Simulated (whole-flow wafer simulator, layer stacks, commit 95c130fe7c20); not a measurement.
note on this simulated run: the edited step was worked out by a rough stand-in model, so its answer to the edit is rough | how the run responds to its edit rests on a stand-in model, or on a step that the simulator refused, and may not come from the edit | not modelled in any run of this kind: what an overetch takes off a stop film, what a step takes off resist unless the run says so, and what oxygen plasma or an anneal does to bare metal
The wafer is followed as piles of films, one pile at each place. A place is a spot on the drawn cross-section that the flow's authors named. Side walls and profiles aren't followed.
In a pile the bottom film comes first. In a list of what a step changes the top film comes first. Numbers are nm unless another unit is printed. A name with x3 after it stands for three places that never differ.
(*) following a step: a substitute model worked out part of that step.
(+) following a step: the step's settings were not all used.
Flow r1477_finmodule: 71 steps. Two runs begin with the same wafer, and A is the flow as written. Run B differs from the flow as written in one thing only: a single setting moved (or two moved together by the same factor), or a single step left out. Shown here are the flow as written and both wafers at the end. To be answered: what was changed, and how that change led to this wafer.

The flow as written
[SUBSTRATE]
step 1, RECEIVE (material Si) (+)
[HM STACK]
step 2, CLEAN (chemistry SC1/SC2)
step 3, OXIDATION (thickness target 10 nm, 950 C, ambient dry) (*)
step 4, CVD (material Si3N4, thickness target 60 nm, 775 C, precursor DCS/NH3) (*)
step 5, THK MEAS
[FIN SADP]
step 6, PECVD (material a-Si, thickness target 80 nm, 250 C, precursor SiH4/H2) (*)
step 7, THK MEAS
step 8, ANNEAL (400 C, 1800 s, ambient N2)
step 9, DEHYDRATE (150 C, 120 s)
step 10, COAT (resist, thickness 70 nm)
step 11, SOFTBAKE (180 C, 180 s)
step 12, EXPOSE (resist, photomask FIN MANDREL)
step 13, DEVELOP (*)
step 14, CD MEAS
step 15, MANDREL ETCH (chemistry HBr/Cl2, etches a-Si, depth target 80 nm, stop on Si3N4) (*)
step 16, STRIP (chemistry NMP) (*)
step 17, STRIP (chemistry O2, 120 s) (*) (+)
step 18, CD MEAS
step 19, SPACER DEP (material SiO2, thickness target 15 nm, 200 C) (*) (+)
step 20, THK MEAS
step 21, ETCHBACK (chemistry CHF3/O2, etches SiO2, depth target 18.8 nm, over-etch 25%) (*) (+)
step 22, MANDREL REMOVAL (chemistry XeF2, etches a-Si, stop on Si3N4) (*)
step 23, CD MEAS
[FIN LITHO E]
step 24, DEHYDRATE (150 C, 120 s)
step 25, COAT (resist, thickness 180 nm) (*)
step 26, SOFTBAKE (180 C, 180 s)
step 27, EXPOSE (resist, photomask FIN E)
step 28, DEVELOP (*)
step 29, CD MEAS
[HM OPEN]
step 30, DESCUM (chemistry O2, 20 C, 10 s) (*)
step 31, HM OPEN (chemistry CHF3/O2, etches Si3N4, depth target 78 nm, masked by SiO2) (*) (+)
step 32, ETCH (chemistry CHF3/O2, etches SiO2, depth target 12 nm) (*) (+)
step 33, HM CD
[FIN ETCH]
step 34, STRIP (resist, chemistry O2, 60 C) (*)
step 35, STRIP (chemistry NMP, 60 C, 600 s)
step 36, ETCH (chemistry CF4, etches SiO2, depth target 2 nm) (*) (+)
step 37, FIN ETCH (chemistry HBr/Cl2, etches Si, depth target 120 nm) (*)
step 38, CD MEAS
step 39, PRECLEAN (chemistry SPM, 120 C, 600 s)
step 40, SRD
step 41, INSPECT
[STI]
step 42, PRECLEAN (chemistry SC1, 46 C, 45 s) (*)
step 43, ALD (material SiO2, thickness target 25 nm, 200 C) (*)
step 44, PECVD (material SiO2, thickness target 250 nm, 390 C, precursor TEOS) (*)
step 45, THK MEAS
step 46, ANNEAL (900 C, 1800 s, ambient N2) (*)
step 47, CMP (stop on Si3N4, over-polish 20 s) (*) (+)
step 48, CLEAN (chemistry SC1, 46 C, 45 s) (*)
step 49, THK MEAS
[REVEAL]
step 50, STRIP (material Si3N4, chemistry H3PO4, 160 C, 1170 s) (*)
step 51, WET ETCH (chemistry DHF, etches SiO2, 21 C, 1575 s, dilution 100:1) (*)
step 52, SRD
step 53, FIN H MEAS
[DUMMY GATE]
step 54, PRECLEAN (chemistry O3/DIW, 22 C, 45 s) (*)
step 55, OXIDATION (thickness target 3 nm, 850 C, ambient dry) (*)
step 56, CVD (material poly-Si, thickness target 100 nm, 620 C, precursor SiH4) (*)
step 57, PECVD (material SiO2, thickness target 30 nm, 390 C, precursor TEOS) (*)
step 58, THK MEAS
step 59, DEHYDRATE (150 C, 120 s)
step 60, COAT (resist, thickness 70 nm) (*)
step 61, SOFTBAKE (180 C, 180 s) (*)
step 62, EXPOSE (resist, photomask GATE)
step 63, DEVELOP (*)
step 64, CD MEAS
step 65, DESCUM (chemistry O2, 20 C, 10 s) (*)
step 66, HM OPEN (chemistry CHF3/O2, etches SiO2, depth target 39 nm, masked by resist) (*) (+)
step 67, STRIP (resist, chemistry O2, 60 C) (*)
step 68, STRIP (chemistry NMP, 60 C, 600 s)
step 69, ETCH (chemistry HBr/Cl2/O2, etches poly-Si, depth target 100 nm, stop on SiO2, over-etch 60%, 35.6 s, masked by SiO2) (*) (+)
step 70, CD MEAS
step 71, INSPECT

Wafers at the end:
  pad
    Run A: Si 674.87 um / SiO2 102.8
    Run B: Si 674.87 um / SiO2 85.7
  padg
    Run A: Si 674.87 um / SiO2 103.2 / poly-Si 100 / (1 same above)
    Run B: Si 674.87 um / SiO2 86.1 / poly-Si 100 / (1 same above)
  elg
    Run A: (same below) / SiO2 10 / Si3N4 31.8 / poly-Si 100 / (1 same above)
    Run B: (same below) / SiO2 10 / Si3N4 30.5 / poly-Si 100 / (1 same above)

Cause: step 51, WET ETCH: 1890 s was run, whereas the flow has 1575 s.

How this came from the change, step by step:
  step 51, WET ETCH (chemistry DHF, etches SiO2, 21 C, 1575 s, dilution 100:1) (*)
      pad, padg, e40sg and 12 more: A -85.7 SiO2 | B -102.8 SiO2
      elg, e40lg, e100lg, e200lg, elo, e40lo, e100lo, e200lo: A -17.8 SiO2 (all of it), -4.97 Si3N4 | B -17.8 SiO2 (all of it), -6.25 Si3N4
      (and at 7 other places as well)
  step 56, CVD (material poly-Si, thickness target 100 nm, 620 C, precursor SiH4) (*)
      s40cg, s40co: A +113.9 poly-Si (new film) | B +131.7 poly-Si (new film)
      s45cg, s45co: A +113.4 poly-Si (new film) | B +131.7 poly-Si (new film)
      (and at 3 other places as well)
  step 60, COAT (resist, thickness 70 nm) (*)
      e40sg, eso, e40so: A +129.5 resist (new film) | B +144.5 resist (new film)
      e100sg, e100so: A +129.4 resist (new film) | B +144.4 resist (new film)
      (and at 14 other places as well)
  step 63, DEVELOP (*)
      eso, e40so: A -129.5 resist (all of it) | B -144.5 resist (all of it)
      e100so: A -129.4 resist (all of it) | B -144.4 resist (all of it)
      (and at 7 other places as well)
  step 67, STRIP (resist, chemistry O2, 60 C) (*)
      e40lg, e100lg, e200lg: A -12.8 resist (all of it) | B -12 resist (all of it)
      e40sg: A -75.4 resist (all of it) | B -90.4 resist (all of it)
      (and at 8 other places as well)
  step 69, ETCH (chemistry HBr/Cl2/O2, etches poly-Si, depth target 100 nm, stop on SiO2, over-etch 60%, 35.6 s, masked by SiO2) (*) (+)
      s40co: A -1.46 chemical SiO2 (all of it), -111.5 poly-Si (all of it), -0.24 SiO2 | B -1.52 chemical SiO2 (all of it), -129.3 poly-Si (all of it), -0.15 SiO2
      s45co: A -1.46 chemical SiO2 (all of it), -110.9 poly-Si (all of it), -0.25 SiO2 | B -1.52 chemical SiO2 (all of it), -129.3 poly-Si (all of it), -0.15 SiO2
      (and at 1 other place as well)
